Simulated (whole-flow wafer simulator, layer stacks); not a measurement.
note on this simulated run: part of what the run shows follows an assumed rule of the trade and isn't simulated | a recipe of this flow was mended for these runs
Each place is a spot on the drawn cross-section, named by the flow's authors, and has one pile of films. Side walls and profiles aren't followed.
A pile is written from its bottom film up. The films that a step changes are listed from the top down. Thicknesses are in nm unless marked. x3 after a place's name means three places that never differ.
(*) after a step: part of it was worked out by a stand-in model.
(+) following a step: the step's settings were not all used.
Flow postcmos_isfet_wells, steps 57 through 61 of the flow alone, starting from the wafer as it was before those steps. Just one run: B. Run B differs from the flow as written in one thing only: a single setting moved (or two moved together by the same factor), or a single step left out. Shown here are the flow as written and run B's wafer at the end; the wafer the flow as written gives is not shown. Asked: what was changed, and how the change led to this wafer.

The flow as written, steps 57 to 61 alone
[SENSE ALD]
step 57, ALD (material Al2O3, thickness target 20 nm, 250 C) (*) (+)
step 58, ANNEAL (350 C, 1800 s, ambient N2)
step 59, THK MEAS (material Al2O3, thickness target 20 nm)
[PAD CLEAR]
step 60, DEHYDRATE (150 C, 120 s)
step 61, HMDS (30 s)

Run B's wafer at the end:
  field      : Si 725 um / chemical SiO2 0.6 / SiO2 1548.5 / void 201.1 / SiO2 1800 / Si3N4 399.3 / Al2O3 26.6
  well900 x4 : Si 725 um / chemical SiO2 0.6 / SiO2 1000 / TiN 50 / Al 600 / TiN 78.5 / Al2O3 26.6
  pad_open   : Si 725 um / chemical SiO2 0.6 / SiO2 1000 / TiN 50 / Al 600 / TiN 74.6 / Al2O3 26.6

The reason: step 57, ALD: thickness target 26.63 nm was run, whereas the flow has thickness target 20 nm.
The wafer itself shows it: field has Al2O3 26.6, and step 57 as written asks for 20 nm.

The path from the change to this, step by step:
  step 57, ALD (material Al2O3, thickness target 20 nm, 250 C) (*) (+)
      field, margin x3, well900 x4, pad_open: Al2O3 gains 26.6 (new film) (in the flow as written it would be: Al2O3 gains 20 (new film))
